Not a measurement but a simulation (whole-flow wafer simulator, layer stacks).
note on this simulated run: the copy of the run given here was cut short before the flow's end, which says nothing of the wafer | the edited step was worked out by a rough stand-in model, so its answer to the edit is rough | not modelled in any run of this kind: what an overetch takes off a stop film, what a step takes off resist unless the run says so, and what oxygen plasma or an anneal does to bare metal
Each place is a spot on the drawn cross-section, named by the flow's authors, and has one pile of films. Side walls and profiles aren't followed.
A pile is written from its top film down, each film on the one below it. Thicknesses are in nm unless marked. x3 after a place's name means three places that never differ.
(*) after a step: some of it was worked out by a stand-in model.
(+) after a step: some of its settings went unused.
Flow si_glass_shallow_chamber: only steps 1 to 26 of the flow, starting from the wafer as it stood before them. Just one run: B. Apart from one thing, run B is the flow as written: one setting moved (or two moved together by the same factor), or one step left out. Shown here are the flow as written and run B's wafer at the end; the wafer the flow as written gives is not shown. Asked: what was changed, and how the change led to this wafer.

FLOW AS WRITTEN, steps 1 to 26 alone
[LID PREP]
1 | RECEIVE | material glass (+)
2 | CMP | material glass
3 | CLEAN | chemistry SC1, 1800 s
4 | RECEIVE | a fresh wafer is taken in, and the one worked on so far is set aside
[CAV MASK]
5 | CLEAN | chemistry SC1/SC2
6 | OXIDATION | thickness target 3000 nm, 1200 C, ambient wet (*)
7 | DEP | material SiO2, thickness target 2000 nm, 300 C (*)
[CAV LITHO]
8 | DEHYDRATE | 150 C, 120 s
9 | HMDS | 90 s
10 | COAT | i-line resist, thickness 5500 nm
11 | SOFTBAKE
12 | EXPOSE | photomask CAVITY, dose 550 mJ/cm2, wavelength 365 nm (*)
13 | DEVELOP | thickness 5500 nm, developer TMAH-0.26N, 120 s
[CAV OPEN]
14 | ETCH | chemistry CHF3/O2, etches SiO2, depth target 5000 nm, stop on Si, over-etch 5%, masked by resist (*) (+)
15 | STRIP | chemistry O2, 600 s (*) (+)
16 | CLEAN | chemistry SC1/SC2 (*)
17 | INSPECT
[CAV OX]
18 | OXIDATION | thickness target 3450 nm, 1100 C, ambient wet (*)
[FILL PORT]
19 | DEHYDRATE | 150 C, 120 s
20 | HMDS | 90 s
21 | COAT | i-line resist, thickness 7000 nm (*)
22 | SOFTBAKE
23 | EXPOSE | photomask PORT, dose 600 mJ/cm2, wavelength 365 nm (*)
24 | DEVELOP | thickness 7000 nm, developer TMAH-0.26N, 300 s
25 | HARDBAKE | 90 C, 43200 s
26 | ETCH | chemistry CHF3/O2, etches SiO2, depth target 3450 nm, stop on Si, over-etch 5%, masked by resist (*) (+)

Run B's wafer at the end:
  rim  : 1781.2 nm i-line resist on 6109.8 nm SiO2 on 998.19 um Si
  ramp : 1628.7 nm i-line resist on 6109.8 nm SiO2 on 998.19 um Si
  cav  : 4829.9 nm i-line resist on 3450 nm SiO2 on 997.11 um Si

The reason: step 26, ETCH: over-etch 2.38% was run, though the flow has over-etch 5%.

Step by step, how the change led to this:
  26 | ETCH | chemistry CHF3/O2, etches SiO2, depth target 3450 nm, stop on Si, over-etch 5%, masked by resist (*) (+)
      rim, ramp, cav, ring: -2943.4 i-line resist (in the flow as written it would be: -3018.8 i-line resist)
      port: -3450 SiO2 (all of it), -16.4 Si (in the flow as written it would be: -3450 SiO2 (all of it), -34.5 Si)
      (and at 1 other place as well)
